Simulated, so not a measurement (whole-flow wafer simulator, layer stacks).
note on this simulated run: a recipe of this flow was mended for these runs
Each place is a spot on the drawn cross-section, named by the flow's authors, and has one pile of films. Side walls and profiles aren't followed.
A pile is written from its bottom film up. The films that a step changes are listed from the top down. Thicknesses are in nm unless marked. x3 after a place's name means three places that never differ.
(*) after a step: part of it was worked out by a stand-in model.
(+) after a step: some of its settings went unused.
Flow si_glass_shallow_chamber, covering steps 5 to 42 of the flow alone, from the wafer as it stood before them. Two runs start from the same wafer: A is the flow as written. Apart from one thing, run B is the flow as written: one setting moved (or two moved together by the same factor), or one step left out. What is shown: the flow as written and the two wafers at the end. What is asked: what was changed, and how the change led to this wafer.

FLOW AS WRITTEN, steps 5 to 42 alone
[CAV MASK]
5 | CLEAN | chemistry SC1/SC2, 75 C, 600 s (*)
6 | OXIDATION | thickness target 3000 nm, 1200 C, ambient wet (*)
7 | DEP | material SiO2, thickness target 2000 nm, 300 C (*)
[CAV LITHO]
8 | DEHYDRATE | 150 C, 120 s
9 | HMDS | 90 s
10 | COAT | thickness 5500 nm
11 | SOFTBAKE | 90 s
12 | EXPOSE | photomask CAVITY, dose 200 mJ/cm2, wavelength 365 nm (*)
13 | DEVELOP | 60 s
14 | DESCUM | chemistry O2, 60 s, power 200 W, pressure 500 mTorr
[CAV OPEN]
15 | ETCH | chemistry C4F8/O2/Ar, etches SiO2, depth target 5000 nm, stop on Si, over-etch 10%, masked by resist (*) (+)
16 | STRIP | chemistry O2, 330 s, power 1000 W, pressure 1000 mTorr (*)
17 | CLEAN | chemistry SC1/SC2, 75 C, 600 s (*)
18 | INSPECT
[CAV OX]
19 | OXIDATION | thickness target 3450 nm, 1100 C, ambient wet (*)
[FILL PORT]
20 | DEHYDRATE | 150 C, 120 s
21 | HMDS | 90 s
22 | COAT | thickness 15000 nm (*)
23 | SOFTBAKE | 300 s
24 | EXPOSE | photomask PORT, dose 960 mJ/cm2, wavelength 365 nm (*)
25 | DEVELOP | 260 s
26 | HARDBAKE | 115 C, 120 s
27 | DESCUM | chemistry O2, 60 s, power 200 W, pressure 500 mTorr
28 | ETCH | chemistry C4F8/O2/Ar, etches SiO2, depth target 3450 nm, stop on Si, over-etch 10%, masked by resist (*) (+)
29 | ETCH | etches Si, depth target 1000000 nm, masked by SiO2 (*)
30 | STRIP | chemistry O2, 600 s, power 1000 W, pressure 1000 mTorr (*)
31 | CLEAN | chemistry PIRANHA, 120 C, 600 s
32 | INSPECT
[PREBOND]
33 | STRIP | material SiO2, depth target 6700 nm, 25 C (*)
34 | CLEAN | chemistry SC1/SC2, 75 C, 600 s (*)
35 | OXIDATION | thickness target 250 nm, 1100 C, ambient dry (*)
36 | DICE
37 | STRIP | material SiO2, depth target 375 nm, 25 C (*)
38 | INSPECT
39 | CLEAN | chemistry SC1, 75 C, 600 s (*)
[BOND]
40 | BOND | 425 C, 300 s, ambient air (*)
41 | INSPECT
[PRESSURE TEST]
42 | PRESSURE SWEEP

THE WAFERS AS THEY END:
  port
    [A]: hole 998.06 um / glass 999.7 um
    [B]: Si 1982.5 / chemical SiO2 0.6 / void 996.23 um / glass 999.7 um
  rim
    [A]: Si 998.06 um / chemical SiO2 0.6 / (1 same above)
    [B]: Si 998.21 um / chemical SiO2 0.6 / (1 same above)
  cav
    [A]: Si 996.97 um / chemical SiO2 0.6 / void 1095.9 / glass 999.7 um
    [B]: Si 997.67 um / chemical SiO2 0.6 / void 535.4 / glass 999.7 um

Cause: step 7, DEP: thickness target 4550 nm was run, while the flow as written has thickness target 2000 nm.

The path from the change to this, step by step:
  7 | DEP | material SiO2, thickness target 2000 nm, 300 C (*)
      rim, ramp, cav, port, septum, ring: A +2000 SiO2 | B +4550 SiO2
  15 | ETCH | chemistry C4F8/O2/Ar, etches SiO2, depth target 5000 nm, stop on Si, over-etch 10%, masked by resist (*) (+)
      cav, port: A -5000 SiO2 (all of it), -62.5 Si | B -5500 SiO2
  16 | STRIP | chemistry O2, 330 s, power 1000 W, pressure 1000 mTorr (*)
      cav, port: A +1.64 chemical SiO2 (new film), -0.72 Si | B nothing
  17 | CLEAN | chemistry SC1/SC2, 75 C, 600 s (*)
      cav, port: A -1.04 chemical SiO2, -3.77 Si | B -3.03 SiO2
  19 | OXIDATION | thickness target 3450 nm, 1100 C, ambient wet (*)
      cav, port: A +3450 SiO2 (new film), -0.6 chemical SiO2 (all of it), -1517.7 Si | B +1997.5 SiO2, -878.9 Si
      rim, ramp, septum, ring: A +1110.9 SiO2, -488.8 Si | B +780.7 SiO2, -343.5 Si
  22 | COAT | thickness 15000 nm (*)
      rim: A +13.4 um thick-i-line-resist (new film) | B +12.97 um thick-i-line-resist (new film)
      ramp: A +12.89 um thick-i-line-resist (new film) | B +12.32 um thick-i-line-resist (new film)
      (also at 4 further places)
  23 | SOFTBAKE | 300 s
      rim: A -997 thick-i-line-resist | B -1301.2 thick-i-line-resist
      ramp: A -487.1 thick-i-line-resist | B -651.6 thick-i-line-resist
      (also at 4 further places)
  25 | DEVELOP | 260 s
      port: A -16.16 um thick-i-line-resist (all of it) | B -16.48 um thick-i-line-resist (all of it)
  26 | HARDBAKE | 115 C, 120 s
      rim, ramp: A -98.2 thick-i-line-resist | B -89.5 thick-i-line-resist
      cav: A -147.1 thick-i-line-resist | B -151.7 thick-i-line-resist
  28 | ETCH | chemistry C4F8/O2/Ar, etches SiO2, depth target 3450 nm, stop on Si, over-etch 10%, masked by resist (*) (+)
      port: A -3450 SiO2 (all of it), -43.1 Si | B -3795 SiO2
  29 | ETCH | etches Si, depth target 1000000 nm, masked by SiO2 (*)
      port: A +997.05 um hole (new film), -997.05 um Si (all of it) | B -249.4 SiO2 (all of it), -995.69 um Si
      rim, ramp: A -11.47 um thick-i-line-resist (all of it), -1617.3 SiO2 | B -10.75 um thick-i-line-resist (all of it), -2005.5 SiO2
      (also at 2 further places)
  30 | STRIP | chemistry O2, 600 s, power 1000 W, pressure 1000 mTorr (*)
      port: A nothing | B +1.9 chemical SiO2 (new film), -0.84 Si
      cav: A -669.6 thick-i-line-resist (all of it) | B -993.1 thick-i-line-resist (all of it)
  33 | STRIP | material SiO2, depth target 6700 nm, 25 C (*)
      port: A nothing | B -1.9 chemical SiO2 (all of it)
      rim, ramp: A -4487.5 SiO2 (all of it) | B -6319.1 SiO2 (all of it)
      (also at 3 further places)
  34 | CLEAN | chemistry SC1/SC2, 75 C, 600 s (*)
      port: A nothing | B +0.6 chemical SiO2 (new film), -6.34 Si
  35 | OXIDATION | thickness target 250 nm, 1100 C, ambient dry (*)
      port: A nothing | B +250 SiO2 (new film), -0.6 chemical SiO2 (all of it), -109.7 Si
  37 | STRIP | material SiO2, depth target 375 nm, 25 C (*)
      port: A nothing | B -250 SiO2 (all of it)
  ... 1 further step ...
  40 | BOND | 425 C, 300 s, ambient air (*)
      port: A +999.7 um glass (new film), +1017.3 hole | B +999.7 um glass (new film), +996.23 um void (new film)
      cav: A +999.7 um glass (new film), +1095.9 void (new film) | B +999.7 um glass (new film), +535.4 void (new film)
